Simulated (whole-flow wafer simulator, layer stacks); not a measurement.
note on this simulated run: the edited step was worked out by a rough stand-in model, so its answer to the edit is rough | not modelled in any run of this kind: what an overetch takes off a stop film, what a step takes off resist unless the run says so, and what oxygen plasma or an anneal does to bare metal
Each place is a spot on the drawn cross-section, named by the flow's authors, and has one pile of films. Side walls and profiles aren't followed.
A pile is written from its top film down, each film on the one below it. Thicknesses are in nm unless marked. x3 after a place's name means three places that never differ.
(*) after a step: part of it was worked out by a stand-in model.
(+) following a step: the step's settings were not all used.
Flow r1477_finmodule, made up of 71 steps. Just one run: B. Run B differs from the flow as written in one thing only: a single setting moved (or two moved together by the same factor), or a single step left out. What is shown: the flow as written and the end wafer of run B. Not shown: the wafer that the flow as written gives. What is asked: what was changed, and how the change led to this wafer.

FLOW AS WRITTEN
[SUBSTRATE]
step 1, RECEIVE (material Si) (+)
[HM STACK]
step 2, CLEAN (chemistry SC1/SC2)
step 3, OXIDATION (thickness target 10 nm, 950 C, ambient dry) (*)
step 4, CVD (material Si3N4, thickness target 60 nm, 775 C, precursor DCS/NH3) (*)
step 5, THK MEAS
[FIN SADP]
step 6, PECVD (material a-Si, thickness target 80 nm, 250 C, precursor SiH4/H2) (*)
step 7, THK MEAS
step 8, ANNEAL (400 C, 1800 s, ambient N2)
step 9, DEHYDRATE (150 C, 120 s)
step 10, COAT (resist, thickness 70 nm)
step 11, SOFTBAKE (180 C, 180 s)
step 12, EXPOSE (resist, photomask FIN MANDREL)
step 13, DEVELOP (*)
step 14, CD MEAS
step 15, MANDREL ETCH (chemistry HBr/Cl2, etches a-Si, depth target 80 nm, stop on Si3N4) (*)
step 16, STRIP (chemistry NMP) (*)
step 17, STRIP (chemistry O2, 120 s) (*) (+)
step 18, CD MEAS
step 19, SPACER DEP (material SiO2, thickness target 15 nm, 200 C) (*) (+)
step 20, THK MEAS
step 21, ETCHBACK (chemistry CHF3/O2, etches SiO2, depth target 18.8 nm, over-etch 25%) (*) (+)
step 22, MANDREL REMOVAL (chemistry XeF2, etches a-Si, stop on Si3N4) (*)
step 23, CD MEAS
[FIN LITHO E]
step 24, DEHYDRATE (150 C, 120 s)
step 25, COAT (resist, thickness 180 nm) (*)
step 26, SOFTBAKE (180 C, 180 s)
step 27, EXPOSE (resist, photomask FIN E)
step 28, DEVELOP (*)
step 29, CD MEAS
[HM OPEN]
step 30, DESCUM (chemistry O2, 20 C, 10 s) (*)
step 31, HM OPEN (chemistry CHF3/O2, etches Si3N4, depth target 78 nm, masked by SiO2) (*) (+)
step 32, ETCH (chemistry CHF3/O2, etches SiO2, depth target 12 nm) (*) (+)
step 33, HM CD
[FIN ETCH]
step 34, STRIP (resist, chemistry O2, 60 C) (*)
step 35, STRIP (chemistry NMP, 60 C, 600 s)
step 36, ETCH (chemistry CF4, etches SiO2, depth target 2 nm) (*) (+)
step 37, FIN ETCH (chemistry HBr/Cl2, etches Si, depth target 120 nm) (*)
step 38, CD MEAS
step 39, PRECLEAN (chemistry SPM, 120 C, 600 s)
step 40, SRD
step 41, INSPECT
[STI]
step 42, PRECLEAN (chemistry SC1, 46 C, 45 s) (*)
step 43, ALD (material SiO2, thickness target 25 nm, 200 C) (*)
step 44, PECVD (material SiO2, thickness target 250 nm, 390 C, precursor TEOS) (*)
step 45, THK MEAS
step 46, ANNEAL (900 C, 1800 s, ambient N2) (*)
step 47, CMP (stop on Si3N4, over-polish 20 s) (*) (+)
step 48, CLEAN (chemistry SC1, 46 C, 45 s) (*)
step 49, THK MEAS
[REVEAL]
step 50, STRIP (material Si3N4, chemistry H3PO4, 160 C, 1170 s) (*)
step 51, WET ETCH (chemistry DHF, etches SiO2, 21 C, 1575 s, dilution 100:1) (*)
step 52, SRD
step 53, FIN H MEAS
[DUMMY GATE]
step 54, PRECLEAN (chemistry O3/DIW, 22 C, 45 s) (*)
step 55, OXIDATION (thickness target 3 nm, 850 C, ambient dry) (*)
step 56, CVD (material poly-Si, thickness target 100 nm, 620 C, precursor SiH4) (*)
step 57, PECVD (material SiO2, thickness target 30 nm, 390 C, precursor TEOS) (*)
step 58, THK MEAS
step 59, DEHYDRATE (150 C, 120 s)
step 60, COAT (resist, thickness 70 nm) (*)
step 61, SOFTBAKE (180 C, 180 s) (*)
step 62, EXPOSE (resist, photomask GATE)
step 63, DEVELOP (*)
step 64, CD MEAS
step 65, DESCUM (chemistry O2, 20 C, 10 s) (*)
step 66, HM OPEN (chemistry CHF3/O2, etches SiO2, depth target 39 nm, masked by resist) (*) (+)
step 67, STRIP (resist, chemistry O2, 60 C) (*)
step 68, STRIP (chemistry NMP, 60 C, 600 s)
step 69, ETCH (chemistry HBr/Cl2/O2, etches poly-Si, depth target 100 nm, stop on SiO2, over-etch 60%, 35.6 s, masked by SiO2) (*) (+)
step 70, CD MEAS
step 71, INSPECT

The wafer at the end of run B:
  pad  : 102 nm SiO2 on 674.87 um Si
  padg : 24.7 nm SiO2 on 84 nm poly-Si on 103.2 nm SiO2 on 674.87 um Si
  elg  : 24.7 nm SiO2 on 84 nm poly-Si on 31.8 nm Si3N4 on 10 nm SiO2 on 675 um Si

What caused this: step 56, CVD: thickness target 84 nm was run, though the flow has thickness target 100 nm.
The wafer itself shows it: padg has poly-Si 84, and step 56 as written asks for 100 nm.

How this came from the change, step by step:
  step 56, CVD (material poly-Si, thickness target 100 nm, 620 C, precursor SiH4) (*)
      pad, padg, elg and 26 more: +84 poly-Si (new film) (it would be, as written: +100 poly-Si (new film))
      s40cg, s40co: +97.5 poly-Si (new film) (it would be, as written: +113.9 poly-Si (new film))
      (and at 5 other places as well)
  step 69, ETCH (chemistry HBr/Cl2/O2, etches poly-Si, depth target 100 nm, stop on SiO2, over-etch 60%, 35.6 s, masked by SiO2) (*) (+)
      pad, eso, e40so and 8 more: -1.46 chemical SiO2 (all of it), -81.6 poly-Si (all of it), -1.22 SiO2 (it would be, as written: -1.46 chemical SiO2 (all of it), -97.6 poly-Si (all of it), -0.42 SiO2)
      elo, e40lo, e100lo, e200lo: -1.46 chemical SiO2 (all of it), -81.6 poly-Si (all of it), -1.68 Si3N4 (it would be, as written: -1.46 chemical SiO2 (all of it), -97.6 poly-Si (all of it), -0.22 Si3N4)
      (and at 3 other places as well)
